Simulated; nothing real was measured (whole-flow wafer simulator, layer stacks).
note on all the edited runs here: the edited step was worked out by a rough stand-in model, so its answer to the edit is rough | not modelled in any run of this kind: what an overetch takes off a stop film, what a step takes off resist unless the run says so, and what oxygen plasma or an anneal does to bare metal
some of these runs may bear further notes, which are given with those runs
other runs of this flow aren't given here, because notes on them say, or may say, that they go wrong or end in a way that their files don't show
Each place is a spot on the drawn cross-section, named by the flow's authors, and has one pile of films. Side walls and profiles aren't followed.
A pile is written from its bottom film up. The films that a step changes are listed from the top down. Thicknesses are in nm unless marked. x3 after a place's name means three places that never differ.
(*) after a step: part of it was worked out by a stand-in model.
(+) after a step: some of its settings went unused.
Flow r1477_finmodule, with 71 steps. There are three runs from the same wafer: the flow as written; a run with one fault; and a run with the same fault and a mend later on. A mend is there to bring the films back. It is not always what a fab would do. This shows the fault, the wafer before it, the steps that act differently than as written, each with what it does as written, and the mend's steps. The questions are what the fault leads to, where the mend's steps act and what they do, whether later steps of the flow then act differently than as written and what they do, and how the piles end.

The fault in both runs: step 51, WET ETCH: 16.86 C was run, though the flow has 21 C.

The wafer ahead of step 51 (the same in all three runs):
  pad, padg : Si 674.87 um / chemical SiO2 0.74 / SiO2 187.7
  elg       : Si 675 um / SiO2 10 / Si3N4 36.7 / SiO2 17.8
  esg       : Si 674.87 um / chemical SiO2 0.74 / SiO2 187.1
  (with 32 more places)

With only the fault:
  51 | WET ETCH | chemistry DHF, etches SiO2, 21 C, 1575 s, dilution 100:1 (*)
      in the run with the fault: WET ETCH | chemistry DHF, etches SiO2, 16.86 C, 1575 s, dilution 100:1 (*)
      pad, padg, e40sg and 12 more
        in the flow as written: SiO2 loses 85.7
        in the run with the fault: SiO2 loses 72.2
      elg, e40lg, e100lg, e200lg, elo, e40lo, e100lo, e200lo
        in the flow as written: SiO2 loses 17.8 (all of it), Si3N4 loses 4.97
        in the run with the fault: SiO2 loses 17.8 (all of it), Si3N4 loses 3.54
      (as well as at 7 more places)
  Later steps of the flow acting differently than as written (not shown: 1 more step that differs only slightly, by at most 2% or 0.5 nm, whichever is larger):
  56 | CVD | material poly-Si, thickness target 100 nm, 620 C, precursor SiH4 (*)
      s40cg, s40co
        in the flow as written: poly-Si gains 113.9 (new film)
        in the run with the fault: poly-Si gains 101.5 (new film)
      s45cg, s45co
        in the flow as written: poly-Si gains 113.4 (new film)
        in the run with the fault: poly-Si gains 100.9 (new film)
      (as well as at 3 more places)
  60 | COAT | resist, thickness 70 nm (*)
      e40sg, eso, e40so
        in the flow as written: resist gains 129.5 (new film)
        in the run with the fault: resist gains 118 (new film)
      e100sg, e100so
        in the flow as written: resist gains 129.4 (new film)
        in the run with the fault: resist gains 118 (new film)
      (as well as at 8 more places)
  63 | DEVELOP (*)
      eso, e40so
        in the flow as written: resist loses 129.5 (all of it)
        in the run with the fault: resist loses 118 (all of it)
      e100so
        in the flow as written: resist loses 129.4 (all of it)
        in the run with the fault: resist loses 118 (all of it)
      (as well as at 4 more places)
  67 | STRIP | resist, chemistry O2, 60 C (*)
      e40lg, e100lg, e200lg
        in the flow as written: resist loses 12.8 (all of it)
        in the run with the fault: resist loses 13.4 (all of it)
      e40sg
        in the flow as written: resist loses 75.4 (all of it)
        in the run with the fault: resist loses 63.9 (all of it)
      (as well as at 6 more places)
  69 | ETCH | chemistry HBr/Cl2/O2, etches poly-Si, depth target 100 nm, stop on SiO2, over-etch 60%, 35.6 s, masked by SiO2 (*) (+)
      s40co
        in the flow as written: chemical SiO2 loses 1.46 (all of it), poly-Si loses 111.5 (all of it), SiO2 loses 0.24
        in the run with the fault: chemical SiO2 loses 1.4 (all of it), poly-Si loses 99 (all of it), SiO2 loses 0.35
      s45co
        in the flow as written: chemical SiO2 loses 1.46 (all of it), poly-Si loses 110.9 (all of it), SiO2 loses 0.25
        in the run with the fault: chemical SiO2 loses 1.4 (all of it), poly-Si loses 98.5 (all of it), SiO2 loses 0.38
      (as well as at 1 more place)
  At pad, padg, elg and 27 more, the piles at the end differ from the flow's by more than 2% or 0.5 nm, whichever is larger.
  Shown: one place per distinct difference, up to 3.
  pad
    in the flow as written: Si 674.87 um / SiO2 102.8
    in the run with the fault: Si 674.87 um / SiO2 116.3
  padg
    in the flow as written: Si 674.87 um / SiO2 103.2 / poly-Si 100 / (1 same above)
    in the run with the fault: Si 674.87 um / SiO2 116.7 / poly-Si 100 / (1 same above)
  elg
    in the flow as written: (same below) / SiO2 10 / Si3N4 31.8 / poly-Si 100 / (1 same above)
    in the run with the fault: (same below) / SiO2 10 / Si3N4 33.2 / poly-Si 100 / (1 same above)

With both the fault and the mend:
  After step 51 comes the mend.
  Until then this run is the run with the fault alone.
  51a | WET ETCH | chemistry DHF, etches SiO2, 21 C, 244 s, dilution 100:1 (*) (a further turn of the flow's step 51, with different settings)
      pad, padg, e40sg and 12 more
        SiO2 loses 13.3
      elg, e40lg, e100lg, e200lg, elo, e40lo, e100lo, e200lo
        Si3N4 loses 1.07
      esg, s40cg, s45cg, s50cg, s40co, s45co, s50co
        SiO2 loses 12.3
  Every later step of the flow that is run acts as written, at every place that is followed, to within 2% or 0.5 nm, whichever is larger.
  When the end is reached, the piles differ only a little from the flow's at the places that both follow, at most by 2% or 0.5 nm, whichever is larger.
